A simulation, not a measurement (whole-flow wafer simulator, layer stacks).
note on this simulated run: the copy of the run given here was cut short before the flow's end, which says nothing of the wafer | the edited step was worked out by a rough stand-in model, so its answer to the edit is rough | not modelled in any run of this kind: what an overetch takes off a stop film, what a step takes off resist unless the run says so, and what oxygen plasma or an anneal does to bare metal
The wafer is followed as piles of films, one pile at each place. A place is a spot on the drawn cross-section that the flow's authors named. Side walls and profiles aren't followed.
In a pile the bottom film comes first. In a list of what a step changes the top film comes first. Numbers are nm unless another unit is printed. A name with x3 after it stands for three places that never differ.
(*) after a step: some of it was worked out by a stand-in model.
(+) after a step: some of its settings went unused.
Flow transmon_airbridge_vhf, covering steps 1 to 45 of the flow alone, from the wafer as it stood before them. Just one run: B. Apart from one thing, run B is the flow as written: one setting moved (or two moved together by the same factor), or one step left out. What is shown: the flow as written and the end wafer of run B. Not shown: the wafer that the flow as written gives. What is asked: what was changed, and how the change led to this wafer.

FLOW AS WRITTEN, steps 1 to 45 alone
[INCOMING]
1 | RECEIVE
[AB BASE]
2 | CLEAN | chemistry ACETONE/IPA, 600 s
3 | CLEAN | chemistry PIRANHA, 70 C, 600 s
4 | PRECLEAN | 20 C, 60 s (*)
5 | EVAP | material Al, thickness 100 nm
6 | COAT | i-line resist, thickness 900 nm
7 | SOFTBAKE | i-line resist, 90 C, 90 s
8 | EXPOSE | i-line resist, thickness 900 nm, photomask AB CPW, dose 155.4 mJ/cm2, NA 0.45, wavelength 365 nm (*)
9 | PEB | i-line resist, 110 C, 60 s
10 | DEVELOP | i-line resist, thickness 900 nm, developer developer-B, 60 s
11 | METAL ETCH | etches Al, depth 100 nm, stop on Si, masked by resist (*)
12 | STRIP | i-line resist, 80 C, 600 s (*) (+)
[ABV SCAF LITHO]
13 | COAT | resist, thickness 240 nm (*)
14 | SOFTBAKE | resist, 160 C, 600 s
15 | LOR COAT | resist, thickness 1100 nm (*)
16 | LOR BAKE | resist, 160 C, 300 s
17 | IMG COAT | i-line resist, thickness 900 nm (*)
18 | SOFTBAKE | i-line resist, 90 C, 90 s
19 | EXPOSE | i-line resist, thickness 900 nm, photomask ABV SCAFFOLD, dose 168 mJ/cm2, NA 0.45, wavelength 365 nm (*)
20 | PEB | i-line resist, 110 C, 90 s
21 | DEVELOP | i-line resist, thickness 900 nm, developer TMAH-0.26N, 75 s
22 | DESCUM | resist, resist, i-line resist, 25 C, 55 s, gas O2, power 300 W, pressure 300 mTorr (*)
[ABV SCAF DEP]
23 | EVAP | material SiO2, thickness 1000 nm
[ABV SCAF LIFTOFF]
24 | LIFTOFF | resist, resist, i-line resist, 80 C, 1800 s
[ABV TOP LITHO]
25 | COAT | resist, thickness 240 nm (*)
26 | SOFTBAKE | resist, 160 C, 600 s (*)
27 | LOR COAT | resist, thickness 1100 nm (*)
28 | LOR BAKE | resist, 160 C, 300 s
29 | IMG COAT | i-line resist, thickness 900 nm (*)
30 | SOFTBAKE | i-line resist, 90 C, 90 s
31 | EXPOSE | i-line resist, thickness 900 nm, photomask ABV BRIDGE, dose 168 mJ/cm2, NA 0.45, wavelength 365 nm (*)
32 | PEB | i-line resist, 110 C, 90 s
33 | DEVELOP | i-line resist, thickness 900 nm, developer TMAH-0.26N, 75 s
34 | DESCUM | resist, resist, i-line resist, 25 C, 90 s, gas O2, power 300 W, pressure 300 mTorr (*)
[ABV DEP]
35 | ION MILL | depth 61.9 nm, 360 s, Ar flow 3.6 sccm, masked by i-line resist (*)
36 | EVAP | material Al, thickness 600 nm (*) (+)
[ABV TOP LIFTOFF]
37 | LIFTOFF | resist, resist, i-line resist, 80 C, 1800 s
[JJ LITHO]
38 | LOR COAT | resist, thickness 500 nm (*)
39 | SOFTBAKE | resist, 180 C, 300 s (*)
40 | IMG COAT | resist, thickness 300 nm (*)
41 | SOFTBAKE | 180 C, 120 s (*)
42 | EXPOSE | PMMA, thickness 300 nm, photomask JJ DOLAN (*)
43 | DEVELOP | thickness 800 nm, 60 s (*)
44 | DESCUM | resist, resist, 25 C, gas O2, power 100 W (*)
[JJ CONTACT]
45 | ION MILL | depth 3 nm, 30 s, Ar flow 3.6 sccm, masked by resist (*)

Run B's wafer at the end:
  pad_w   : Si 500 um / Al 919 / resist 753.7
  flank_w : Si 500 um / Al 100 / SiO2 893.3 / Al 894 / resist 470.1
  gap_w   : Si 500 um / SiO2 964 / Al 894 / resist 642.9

What caused this: step 36, EVAP: thickness 894 nm was run, though the flow has thickness 600 nm.
The wafer lets one read it off: flank_w has Al 894, and step 36 as written asks for 600 nm.

The path from the change to this, step by step:
  36 | EVAP | material Al, thickness 600 nm (*) (+)
      field x3, jj_line, ground_far and 10 more: +894 Al (new film) (it would be, as written: +600 Al (new film))
      pad_w, pad_e: +880.9 Al (it would be, as written: +591.2 Al)
  37 | LIFTOFF | resist, resist, i-line resist, 80 C, 1800 s
      field x3, jj_line, trace_open_s x2: -894 Al (all of it), -600 i-line resist (all of it), -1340 resist (all of it) (it would be, as written: -600 Al (all of it), -600 i-line resist (all of it), -1340 resist (all of it))
      margin_s, margin_n: -894 Al (all of it), -318.3 i-line resist (all of it), -992 resist (all of it) (it would be, as written: -600 Al (all of it), -318.3 i-line resist (all of it), -992 resist (all of it))
      (and at 1 other place as well)
  38 | LOR COAT | resist, thickness 500 nm (*)
      pad_w, pad_e: +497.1 resist (new film) (it would be, as written: +517 resist (new film))
      flank_w, flank_e: +299.3 resist (new film) (it would be, as written: +306.5 resist (new film))
      (and at 6 other places as well)
  40 | IMG COAT | resist, thickness 300 nm (*)
      pad_w, pad_e: +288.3 resist (it would be, as written: +300.1 resist)
      flank_w, flank_e: +202.6 resist (it would be, as written: +212.1 resist)
      (and at 6 other places as well)
